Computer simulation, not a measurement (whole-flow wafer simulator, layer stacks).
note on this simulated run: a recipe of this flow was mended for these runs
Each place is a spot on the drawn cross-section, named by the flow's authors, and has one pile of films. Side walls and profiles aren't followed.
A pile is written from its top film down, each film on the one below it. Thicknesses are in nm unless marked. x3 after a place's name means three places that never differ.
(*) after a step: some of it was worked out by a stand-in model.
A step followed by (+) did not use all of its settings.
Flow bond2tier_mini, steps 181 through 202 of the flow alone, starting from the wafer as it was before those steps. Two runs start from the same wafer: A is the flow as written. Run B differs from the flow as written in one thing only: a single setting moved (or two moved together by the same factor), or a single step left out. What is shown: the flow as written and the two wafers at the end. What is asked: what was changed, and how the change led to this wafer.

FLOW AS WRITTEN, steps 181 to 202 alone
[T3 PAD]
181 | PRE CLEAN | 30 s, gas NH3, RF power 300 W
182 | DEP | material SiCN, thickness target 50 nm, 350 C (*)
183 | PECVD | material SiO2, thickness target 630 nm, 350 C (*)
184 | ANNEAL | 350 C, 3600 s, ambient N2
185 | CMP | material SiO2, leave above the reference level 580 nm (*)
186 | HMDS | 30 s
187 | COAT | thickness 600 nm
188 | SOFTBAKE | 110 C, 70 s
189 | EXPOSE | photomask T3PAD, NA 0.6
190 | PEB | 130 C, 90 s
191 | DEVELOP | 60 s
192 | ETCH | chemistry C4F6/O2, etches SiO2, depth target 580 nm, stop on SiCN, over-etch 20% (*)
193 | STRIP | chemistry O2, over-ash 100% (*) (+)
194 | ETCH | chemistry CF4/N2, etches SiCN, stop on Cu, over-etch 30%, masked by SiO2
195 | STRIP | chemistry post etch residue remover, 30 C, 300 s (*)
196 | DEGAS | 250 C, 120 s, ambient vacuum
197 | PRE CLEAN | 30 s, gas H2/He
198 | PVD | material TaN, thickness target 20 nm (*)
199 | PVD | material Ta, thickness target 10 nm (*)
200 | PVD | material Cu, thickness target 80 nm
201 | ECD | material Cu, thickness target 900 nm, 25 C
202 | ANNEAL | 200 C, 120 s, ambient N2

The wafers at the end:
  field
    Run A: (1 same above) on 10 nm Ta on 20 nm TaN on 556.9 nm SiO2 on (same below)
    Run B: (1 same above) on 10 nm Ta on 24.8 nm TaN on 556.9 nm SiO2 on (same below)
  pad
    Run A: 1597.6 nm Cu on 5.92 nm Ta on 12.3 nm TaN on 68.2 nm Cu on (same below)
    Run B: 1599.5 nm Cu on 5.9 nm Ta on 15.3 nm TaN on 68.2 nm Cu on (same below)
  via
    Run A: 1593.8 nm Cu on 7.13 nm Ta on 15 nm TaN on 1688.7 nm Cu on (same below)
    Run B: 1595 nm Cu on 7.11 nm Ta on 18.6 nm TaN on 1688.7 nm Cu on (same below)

The reason: step 198, PVD: thickness target 24.8 nm was run, while the flow as written has thickness target 20 nm.
One can read it off the wafer: field has TaN 24.8, and step 198 as written asks for 20 nm.

How this came from the change, step by step:
  198 | PVD | material TaN, thickness target 20 nm (*)
      field: A +20 TaN (new film) | B +24.8 TaN (new film)
      pad: A +12.3 TaN (new film) | B +15.3 TaN (new film)
      (and at 1 other place as well)
